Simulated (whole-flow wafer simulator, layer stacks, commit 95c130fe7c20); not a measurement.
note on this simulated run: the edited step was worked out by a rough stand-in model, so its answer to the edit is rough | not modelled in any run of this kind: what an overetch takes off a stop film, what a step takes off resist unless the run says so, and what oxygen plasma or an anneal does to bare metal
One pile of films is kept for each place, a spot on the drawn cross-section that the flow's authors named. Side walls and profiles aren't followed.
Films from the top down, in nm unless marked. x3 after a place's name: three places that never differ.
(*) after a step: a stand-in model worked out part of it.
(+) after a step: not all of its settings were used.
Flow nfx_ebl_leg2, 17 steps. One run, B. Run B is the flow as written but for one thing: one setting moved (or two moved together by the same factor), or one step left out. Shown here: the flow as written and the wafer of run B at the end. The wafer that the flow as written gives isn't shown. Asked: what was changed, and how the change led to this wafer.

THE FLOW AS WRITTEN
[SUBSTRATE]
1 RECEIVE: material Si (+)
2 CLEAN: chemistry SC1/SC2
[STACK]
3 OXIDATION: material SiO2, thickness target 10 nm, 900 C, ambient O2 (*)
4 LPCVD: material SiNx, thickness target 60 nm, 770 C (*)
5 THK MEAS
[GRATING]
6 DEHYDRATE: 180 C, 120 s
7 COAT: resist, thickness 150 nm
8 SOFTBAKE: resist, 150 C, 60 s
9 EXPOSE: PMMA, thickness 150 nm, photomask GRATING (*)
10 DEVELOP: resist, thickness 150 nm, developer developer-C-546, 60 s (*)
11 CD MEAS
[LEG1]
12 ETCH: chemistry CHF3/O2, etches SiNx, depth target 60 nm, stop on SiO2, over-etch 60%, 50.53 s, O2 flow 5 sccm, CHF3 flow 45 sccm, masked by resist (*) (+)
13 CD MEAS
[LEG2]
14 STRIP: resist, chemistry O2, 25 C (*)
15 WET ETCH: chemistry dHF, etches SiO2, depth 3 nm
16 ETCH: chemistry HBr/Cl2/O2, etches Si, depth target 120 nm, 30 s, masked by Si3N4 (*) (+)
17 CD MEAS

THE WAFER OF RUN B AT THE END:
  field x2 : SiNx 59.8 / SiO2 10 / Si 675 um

The cause: step 4, LPCVD: thickness target 66.6 nm was run, where the flow has thickness target 60 nm.

How the change led to this, step by step:
  4 LPCVD: material SiNx, thickness target 60 nm, 770 C (*)
      field x2, pad x2: SiNx +66.6 (new film) (as written it would be: SiNx +60 (new film))
  12 ETCH: chemistry CHF3/O2, etches SiNx, depth target 60 nm, stop on SiO2, over-etch 60%, 50.53 s, O2 flow 5 sccm, CHF3 flow 45 sccm, masked by resist (*) (+)
      pad x2: SiNx -66.6 (all of it), SiO2 -10 (all of it) (as written it would be: SiNx -60 (all of it), SiO2 -10 (all of it))
